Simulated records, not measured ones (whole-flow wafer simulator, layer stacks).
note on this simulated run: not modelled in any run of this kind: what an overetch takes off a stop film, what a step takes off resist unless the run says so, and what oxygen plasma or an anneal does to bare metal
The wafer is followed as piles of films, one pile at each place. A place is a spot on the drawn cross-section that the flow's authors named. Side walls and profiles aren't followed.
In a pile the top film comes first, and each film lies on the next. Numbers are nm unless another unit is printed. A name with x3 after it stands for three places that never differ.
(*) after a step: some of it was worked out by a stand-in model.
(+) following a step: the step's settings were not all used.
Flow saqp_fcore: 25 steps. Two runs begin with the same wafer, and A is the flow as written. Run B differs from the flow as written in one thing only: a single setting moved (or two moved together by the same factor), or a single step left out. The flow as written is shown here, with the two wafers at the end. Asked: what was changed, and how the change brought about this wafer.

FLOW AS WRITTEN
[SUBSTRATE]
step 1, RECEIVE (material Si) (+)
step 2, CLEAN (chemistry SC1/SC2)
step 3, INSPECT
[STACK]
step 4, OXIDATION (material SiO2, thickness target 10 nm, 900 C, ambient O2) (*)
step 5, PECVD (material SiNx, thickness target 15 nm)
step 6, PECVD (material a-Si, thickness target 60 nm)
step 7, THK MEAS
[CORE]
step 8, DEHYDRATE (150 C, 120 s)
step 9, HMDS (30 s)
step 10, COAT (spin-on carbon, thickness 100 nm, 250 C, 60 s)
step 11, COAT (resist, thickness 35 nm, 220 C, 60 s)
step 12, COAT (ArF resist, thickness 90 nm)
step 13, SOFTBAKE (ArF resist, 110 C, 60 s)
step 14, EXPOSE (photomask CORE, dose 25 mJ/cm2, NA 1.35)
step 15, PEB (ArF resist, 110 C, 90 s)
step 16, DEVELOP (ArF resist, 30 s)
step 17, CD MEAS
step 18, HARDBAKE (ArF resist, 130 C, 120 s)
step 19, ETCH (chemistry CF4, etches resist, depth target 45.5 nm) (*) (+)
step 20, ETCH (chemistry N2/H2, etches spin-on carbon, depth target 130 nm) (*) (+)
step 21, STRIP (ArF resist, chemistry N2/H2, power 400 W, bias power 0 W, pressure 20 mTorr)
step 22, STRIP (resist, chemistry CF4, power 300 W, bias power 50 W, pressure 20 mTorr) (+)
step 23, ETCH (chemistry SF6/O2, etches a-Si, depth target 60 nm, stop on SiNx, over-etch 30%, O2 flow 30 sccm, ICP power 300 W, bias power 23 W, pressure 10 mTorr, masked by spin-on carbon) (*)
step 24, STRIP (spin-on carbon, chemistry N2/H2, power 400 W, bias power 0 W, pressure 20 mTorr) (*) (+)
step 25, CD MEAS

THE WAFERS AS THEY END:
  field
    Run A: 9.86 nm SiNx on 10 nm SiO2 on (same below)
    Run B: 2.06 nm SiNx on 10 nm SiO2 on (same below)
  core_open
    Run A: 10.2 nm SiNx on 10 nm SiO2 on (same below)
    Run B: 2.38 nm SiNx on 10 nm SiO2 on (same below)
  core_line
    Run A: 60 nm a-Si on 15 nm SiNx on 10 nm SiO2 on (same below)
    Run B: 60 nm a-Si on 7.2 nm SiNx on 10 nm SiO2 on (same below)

What caused this: step 5, PECVD: thickness target 7.2 nm was run, whereas the flow has thickness target 15 nm.
The wafer itself shows it: core_line has SiNx 7.2, and step 5 as written asks for 15 nm.

How this came from the change, step by step:
  step 5, PECVD (material SiNx, thickness target 15 nm)
      field, core_open, core_line: A SiNx gains 15 (new film) | B SiNx gains 7.2 (new film)
